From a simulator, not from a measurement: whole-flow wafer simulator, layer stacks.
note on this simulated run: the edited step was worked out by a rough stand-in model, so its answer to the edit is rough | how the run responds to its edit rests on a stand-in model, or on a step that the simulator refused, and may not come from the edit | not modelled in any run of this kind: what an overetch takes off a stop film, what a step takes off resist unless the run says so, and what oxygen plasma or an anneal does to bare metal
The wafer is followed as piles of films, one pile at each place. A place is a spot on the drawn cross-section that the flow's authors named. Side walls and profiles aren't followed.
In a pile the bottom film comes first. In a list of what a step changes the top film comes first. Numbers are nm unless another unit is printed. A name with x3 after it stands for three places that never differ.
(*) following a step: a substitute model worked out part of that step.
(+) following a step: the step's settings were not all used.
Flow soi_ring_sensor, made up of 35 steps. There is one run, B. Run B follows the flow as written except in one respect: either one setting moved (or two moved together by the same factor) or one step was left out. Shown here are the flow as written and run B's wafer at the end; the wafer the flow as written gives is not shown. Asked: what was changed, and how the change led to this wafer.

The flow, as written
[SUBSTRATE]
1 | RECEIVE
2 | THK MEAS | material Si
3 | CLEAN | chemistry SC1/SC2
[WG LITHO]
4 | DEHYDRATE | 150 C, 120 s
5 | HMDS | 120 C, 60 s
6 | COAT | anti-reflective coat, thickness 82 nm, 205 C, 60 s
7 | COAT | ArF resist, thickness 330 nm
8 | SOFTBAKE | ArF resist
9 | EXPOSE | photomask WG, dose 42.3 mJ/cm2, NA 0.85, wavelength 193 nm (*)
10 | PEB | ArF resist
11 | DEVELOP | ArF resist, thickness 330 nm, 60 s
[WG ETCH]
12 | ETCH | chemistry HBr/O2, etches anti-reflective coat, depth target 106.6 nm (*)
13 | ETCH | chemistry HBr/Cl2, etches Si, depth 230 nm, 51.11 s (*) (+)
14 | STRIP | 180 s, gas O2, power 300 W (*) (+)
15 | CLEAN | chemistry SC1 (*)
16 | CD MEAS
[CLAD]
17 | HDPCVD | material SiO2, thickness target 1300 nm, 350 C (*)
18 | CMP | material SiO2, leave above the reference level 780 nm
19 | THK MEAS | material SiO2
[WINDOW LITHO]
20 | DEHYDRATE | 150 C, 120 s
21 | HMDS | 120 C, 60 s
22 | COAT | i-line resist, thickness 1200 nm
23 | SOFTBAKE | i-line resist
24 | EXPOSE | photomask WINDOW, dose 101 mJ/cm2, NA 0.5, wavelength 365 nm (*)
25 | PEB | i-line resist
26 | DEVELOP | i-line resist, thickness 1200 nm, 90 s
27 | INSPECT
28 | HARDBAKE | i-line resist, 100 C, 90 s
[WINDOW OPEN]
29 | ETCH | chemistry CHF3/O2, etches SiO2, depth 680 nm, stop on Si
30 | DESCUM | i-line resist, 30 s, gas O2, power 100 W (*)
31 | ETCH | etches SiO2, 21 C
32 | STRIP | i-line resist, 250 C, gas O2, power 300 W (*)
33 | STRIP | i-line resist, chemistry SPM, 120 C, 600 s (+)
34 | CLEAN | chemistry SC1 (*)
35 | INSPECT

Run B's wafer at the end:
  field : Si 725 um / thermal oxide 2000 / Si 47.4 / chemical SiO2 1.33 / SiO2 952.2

What caused this: step 13, ETCH: depth 172 nm was run, while the flow as written has depth 230 nm; step 13, ETCH: 38.33 s was run, where the flow has 51.11 s.

Step by step, how the change led to this:
  13 | ETCH | chemistry HBr/Cl2, etches Si, depth 230 nm, 51.11 s (*) (+)
      gap, window, field, gap_clad: Si loses 172 (as written it would have been: Si loses 220 (all of it), thermal oxide loses 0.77)
      core, core_clad: ArF resist loses 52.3 (as written it would have been: ArF resist loses 69.7)
  14 | STRIP | 180 s, gas O2, power 300 W (*) (+)
      gap, window, field, gap_clad: chemical SiO2 gains 1.33 (new film), Si loses 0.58 (as written it would have been: nothing)
      core, core_clad: ArF resist loses 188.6 (all of it), anti-reflective coat loses 82 (all of it), chemical SiO2 gains 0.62, Si loses 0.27 (as written it would have been: ArF resist loses 171.2 (all of it), anti-reflective coat loses 82 (all of it), chemical SiO2 gains 0.63, Si loses 0.28)
  18 | CMP | material SiO2, leave above the reference level 780 nm
      gap, window, field, gap_clad: SiO2 loses 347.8 (as written it would have been: SiO2 loses 298.2)
